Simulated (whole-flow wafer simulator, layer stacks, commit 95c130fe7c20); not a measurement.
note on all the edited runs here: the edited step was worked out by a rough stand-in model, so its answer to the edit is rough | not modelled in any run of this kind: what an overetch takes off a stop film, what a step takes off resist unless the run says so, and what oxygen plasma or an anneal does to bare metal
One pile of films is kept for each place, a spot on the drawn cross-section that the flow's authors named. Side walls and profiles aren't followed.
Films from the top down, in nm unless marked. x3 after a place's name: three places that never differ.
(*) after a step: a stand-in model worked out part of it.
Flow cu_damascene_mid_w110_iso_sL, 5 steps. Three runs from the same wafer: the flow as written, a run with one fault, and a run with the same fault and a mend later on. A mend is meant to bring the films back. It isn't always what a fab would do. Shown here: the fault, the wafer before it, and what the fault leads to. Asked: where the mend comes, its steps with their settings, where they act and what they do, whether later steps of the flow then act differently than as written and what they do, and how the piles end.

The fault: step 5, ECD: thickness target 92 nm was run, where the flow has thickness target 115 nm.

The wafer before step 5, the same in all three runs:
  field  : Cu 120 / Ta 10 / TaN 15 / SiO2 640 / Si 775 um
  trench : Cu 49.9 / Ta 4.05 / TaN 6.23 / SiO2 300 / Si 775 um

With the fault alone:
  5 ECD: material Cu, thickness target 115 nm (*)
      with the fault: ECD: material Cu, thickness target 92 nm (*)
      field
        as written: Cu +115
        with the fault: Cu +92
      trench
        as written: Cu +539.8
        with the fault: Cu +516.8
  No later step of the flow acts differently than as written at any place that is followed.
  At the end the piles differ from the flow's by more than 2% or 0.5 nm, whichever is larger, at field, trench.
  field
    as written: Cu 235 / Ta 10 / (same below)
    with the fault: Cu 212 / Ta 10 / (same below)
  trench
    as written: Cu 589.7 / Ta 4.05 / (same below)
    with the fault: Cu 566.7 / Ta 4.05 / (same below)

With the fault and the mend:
  The mend comes after step 5.
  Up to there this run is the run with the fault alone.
  5a ECD: material Cu, thickness target 23 nm (the flow's step 5 once more, with other settings)
      field, trench
        Cu +23
  No later step of the flow acts differently than as written at any place that is followed.
  At the end the piles are the same as the flow's at every place that both follow.
